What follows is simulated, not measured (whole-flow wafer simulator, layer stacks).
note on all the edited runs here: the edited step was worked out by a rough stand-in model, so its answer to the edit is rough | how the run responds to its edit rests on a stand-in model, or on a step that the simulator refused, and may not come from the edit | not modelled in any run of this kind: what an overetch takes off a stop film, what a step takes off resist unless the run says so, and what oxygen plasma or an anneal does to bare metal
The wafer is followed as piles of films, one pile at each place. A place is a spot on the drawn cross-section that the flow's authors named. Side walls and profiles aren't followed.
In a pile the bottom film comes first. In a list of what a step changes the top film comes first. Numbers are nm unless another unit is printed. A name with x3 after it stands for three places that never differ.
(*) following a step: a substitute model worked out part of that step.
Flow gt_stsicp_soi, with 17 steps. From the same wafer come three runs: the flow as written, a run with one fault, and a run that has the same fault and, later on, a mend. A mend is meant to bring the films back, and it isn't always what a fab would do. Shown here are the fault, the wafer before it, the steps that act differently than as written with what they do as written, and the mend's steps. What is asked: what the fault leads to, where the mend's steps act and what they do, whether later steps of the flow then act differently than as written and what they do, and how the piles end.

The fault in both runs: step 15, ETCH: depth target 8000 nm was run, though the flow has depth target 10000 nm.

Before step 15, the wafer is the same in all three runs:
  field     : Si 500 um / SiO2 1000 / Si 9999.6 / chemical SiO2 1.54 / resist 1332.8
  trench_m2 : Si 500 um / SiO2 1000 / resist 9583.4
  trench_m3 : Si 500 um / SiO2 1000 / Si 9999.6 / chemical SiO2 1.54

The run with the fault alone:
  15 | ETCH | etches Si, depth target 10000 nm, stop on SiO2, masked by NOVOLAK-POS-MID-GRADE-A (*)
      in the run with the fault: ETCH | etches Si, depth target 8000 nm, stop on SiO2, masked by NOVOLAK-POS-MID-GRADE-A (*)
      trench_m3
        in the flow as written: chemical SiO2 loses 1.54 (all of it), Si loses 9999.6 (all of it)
        in the run with the fault: chemical SiO2 loses 1.54 (all of it), Si loses 8000
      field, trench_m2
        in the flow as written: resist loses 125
        in the run with the fault: resist loses 100
  Steps further on in the flow that do not act as written:
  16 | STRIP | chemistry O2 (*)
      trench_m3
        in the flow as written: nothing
        in the run with the fault: chemical SiO2 gains 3 (new film), Si loses 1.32
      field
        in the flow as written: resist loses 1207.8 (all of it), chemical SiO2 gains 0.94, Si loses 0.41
        in the run with the fault: resist loses 1232.8 (all of it), chemical SiO2 gains 0.94, Si loses 0.41
  At trench_m3, the piles at the end differ from the flow's by more than 2% or 0.5 nm, whichever is larger.
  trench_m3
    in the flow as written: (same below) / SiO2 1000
    in the run with the fault: (same below) / SiO2 1000 / Si 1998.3 / chemical SiO2 3

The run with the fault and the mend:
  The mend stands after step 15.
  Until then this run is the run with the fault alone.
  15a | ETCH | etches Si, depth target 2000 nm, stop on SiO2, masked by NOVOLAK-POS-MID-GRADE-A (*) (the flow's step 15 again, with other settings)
      field, trench_m2
        resist loses 25
      trench_m3
        Si loses 1999.6 (all of it)
  None of the later steps of the flow acts differently than as written at any place that is followed.
  The piles end the same as the flow's at every place that both follow.
